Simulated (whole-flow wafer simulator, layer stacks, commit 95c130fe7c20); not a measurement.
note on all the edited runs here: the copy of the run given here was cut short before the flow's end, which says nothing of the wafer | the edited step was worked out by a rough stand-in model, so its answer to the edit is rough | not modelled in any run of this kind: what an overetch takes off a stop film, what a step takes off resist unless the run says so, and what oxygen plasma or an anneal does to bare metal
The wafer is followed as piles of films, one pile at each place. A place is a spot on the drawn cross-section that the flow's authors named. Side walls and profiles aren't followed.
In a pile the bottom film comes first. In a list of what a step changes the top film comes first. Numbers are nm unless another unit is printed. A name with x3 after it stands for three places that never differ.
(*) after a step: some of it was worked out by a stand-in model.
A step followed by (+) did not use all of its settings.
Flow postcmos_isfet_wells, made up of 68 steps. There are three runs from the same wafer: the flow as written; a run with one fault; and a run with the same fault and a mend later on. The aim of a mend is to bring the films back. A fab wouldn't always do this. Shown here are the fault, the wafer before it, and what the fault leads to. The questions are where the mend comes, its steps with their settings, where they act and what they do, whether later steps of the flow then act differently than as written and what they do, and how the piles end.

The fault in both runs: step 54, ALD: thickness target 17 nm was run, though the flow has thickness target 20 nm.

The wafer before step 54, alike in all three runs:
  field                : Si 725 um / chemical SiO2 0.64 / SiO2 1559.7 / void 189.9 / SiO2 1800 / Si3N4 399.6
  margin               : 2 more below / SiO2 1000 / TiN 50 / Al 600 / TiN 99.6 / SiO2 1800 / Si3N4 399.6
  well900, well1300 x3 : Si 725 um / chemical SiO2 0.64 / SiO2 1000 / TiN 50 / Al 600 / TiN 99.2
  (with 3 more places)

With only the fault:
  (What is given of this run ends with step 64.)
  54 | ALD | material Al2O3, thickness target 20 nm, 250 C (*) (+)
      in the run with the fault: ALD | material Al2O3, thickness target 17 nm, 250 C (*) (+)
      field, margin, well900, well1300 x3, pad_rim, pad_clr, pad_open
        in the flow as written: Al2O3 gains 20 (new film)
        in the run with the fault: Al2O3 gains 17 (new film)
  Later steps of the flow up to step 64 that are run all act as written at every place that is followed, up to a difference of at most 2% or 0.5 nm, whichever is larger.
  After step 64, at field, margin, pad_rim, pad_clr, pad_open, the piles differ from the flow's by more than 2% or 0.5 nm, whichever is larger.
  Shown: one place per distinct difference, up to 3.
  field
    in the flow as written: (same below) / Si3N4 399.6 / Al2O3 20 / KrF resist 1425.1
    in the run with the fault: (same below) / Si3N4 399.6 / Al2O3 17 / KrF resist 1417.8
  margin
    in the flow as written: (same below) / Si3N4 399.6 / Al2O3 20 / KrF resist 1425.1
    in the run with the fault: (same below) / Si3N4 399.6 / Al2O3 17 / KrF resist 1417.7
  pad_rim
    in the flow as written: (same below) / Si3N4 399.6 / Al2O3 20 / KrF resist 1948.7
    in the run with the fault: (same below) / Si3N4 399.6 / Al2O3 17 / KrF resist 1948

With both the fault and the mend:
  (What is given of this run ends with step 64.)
  After step 54 comes the mend.
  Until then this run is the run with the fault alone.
  54a | ALD | material Al2O3, thickness target 3 nm, 250 C (*) (+) (the flow's step 54 again, with other settings)
      field, margin, well900, well1300 x3, pad_rim, pad_clr, pad_open
        Al2O3 gains 3
  Later steps of the flow up to step 64 that are run all act as written at every place that is followed.
  Once step 64 is done, the piles equal the flow's at every place that both follow.
